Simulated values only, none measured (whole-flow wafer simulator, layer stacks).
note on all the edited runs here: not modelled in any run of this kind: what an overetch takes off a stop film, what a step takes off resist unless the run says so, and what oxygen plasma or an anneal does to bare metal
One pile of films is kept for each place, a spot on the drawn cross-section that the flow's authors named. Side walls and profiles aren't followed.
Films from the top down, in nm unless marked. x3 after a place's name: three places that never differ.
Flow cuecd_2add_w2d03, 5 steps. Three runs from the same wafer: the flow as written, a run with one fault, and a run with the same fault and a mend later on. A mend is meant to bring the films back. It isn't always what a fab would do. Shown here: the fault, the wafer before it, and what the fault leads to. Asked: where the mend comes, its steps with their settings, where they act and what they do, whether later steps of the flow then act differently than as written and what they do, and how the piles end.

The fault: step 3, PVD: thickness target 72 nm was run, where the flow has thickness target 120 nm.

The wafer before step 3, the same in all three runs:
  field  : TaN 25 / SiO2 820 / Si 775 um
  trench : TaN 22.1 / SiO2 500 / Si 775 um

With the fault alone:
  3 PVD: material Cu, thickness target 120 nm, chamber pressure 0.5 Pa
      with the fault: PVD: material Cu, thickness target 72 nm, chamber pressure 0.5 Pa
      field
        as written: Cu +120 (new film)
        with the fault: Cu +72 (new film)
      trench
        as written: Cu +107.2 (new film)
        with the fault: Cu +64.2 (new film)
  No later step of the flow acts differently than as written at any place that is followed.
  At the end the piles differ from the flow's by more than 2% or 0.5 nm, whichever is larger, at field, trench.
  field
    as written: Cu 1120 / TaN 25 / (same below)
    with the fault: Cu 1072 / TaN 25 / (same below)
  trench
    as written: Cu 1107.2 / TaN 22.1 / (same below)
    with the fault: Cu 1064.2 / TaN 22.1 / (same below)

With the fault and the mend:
  The mend comes after step 3.
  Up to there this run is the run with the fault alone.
  3a PVD: material Cu, thickness target 48 nm, chamber pressure 0.5 Pa (the flow's step 3 once more, with other settings)
      field
        Cu +48
      trench
        Cu +42.5
  No later step of the flow acts differently than as written at any place that is followed.
  At the end the piles differ from the flow's only slightly at the places that both follow, by at most 2% or 0.5 nm, whichever is larger.
